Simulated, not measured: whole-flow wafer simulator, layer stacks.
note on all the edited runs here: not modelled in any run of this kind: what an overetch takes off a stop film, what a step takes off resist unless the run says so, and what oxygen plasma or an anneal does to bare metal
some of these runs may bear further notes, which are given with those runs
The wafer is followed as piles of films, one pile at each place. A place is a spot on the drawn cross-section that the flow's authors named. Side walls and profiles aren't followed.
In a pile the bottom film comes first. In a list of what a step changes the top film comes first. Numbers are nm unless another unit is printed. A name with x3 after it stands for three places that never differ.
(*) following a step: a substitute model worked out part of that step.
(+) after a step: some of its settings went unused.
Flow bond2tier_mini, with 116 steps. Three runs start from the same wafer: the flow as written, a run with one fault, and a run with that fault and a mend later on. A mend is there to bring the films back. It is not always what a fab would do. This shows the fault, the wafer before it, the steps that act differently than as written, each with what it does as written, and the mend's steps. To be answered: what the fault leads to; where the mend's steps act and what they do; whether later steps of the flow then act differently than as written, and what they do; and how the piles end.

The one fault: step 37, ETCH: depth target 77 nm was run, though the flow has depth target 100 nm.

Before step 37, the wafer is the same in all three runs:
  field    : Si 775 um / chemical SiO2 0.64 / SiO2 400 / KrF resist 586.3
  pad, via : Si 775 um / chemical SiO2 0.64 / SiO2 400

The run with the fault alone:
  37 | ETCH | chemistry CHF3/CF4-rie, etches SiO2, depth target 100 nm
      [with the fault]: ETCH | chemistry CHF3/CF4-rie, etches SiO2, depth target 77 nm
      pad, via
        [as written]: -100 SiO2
        [with the fault]: -77 SiO2
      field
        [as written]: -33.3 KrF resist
        [with the fault]: -25.7 KrF resist
  Steps further on in the flow that do not act as written (2 more steps, not shown, differ only slightly: by at most 2% or 0.5 nm, whichever is larger):
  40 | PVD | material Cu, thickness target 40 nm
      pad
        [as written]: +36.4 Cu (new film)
        [with the fault]: +37.2 Cu (new film)
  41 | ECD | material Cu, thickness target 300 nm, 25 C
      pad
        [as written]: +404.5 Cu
        [with the fault]: +380.5 Cu
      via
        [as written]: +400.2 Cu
        [with the fault]: +377.1 Cu
  At pad, the piles at the end differ from the flow's by more than 2% or 0.5 nm, whichever is larger.
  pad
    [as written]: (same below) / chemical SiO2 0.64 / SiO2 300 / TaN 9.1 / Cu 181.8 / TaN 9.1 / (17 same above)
    [with the fault]: (same below) / chemical SiO2 0.64 / SiO2 323 / TaN 9.31 / Cu 158.6 / TaN 9.1 / (17 same above)

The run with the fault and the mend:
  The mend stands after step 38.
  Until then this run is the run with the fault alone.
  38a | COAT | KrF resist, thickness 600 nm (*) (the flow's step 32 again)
      field
        +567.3 KrF resist (new film)
      pad
        +634 KrF resist (new film)
      via
        +629.9 KrF resist (new film)
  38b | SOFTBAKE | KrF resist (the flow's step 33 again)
      alters no film at any place that is followed
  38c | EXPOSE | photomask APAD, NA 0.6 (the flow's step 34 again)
      alters no film at any place that is followed
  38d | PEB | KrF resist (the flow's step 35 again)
      alters no film at any place that is followed
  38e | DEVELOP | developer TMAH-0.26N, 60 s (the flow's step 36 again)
      field
        -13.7 KrF resist
      pad
        -634 KrF resist (all of it)
      via
        -629.9 KrF resist (all of it)
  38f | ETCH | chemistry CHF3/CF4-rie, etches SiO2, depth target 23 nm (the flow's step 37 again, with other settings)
      pad, via
        -23 SiO2
      field
        -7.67 KrF resist
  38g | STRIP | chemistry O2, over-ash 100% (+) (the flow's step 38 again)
      field
        -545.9 KrF resist (all of it)
  Later steps of the flow that are run all act as written at every place that is followed.
  At every place that both follow, the piles at the end match the flow's.
